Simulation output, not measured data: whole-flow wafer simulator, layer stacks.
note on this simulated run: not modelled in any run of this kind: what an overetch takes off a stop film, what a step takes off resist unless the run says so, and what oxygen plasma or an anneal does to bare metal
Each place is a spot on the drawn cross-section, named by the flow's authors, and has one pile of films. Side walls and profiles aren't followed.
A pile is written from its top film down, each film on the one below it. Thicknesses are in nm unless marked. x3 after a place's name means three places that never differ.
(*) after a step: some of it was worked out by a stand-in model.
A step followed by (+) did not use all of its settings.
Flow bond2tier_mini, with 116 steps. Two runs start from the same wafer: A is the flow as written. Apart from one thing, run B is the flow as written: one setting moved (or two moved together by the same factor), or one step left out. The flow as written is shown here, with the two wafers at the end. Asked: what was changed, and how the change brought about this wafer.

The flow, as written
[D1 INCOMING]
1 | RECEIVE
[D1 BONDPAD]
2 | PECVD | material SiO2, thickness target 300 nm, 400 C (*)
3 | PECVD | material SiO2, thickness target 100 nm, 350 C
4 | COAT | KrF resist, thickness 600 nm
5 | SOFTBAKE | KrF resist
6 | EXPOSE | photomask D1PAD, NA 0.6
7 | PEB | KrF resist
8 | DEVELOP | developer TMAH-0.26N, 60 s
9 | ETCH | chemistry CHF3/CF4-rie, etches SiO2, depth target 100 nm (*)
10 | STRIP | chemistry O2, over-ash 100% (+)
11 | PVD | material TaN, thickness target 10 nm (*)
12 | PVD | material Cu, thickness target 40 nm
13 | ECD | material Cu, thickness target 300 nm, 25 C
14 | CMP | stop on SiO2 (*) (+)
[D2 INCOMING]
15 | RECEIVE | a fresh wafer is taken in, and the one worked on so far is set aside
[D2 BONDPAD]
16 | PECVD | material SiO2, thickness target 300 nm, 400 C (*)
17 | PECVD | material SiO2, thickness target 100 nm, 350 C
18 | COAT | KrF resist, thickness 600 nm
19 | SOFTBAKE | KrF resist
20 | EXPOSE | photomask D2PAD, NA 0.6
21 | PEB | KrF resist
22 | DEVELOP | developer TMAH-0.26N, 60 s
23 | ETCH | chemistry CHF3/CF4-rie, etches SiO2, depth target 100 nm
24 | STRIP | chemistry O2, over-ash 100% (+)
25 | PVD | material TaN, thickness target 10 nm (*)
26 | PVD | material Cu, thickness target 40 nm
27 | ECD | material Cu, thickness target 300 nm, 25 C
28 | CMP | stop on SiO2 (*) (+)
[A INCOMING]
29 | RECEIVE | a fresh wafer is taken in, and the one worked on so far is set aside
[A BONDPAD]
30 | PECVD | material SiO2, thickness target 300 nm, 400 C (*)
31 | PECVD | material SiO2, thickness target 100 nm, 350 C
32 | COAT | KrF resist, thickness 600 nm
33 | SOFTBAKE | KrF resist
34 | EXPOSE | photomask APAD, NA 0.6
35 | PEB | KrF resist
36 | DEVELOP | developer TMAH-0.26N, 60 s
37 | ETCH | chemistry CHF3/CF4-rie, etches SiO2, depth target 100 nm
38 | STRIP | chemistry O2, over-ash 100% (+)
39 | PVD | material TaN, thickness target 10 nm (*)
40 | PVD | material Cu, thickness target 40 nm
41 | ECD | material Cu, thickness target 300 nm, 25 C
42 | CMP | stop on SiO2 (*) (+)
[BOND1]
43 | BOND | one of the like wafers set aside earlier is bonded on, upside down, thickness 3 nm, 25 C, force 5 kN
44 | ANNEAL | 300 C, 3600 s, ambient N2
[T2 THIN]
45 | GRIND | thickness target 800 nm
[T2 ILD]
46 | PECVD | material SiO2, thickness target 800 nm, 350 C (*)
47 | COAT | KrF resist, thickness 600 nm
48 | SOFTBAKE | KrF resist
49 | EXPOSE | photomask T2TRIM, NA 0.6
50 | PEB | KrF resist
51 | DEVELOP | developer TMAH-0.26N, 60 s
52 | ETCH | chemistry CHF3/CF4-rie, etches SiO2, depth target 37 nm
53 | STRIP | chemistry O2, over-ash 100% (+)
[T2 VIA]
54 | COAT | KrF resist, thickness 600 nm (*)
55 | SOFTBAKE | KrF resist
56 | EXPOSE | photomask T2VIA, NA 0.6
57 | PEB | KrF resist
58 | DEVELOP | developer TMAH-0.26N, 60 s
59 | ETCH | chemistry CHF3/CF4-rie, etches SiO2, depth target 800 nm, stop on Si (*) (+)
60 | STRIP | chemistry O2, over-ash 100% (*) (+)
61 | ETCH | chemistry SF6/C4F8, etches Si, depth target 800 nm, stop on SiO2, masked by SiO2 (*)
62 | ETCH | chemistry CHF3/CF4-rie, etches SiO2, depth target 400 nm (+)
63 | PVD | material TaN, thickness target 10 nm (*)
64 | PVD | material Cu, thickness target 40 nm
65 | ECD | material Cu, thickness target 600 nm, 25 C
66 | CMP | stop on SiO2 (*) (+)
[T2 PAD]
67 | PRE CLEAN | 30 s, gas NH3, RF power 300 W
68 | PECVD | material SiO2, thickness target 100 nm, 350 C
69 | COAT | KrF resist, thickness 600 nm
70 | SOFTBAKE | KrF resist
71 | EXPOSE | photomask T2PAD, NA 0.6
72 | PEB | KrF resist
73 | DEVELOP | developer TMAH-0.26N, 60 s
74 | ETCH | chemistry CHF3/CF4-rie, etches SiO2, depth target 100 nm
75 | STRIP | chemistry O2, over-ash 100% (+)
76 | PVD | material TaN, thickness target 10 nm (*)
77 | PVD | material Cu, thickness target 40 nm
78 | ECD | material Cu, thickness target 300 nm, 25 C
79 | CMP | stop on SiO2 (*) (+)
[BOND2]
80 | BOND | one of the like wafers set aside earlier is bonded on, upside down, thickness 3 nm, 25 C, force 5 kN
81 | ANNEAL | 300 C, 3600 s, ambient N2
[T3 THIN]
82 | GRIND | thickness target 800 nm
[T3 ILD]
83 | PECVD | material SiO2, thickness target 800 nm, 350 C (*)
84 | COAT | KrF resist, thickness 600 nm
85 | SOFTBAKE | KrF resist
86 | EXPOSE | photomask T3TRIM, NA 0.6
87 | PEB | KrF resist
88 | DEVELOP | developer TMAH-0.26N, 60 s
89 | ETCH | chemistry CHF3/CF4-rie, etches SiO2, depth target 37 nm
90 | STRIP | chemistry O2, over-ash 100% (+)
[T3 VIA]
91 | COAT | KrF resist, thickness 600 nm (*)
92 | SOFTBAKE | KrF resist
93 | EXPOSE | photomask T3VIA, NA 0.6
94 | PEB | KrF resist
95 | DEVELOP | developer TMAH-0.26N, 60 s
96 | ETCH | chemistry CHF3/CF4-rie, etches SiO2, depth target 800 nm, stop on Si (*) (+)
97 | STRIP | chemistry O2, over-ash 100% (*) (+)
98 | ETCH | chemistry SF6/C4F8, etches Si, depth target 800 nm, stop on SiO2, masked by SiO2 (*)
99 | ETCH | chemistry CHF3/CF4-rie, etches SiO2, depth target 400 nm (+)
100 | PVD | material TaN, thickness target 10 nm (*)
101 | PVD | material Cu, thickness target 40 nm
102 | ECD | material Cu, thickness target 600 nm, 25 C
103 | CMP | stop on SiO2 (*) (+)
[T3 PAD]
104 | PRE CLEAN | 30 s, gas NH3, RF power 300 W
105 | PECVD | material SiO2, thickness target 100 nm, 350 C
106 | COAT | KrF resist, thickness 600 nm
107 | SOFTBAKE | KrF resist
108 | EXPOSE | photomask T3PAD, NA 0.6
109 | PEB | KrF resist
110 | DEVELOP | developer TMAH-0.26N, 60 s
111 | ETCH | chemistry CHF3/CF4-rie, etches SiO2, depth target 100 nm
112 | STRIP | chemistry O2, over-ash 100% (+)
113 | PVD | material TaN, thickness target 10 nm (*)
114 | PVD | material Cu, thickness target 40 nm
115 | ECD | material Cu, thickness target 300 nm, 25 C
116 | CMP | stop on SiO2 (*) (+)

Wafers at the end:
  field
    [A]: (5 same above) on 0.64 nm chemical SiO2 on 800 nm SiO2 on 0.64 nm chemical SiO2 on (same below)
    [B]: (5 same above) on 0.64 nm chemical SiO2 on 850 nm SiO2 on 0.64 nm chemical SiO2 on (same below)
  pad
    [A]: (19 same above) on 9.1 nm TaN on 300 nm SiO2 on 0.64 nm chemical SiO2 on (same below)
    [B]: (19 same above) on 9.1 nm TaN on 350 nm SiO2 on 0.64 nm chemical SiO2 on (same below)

Cause: step 31, PECVD: thickness target 150 nm was run, while the flow as written has thickness target 100 nm.

The path from the change to this, step by step:
  31 | PECVD | material SiO2, thickness target 100 nm, 350 C
      field, pad, via: A SiO2 gains 100 | B SiO2 gains 150
